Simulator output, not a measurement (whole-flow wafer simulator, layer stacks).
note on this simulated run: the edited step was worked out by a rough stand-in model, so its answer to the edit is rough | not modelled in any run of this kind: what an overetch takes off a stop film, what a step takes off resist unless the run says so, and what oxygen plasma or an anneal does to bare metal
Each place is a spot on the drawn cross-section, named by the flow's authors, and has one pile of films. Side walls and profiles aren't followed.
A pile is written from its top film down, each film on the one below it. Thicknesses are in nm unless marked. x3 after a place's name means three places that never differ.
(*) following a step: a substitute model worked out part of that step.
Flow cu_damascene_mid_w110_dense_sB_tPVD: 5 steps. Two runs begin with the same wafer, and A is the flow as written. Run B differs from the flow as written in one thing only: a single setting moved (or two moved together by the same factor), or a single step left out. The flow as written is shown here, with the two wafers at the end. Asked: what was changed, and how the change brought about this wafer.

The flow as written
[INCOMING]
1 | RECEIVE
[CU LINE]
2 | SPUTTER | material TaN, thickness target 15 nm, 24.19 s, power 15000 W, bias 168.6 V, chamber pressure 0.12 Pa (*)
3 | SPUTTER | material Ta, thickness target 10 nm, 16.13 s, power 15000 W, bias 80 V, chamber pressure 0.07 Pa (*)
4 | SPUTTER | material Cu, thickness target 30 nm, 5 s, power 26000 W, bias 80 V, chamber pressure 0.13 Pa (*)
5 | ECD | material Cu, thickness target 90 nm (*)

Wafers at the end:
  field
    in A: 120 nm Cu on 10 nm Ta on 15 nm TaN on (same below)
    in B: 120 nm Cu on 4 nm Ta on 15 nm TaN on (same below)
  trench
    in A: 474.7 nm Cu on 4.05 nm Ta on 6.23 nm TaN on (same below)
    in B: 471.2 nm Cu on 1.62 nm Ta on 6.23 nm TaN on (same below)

Cause: step 3, SPUTTER: 6.45 s was run, whereas the flow has 16.13 s.

How this came from the change, step by step:
  3 | SPUTTER | material Ta, thickness target 10 nm, 16.13 s, power 15000 W, bias 80 V, chamber pressure 0.07 Pa (*)
      field: A +10 Ta (new film) | B +4 Ta (new film)
      trench: A +4.05 Ta (new film) | B +1.62 Ta (new film)
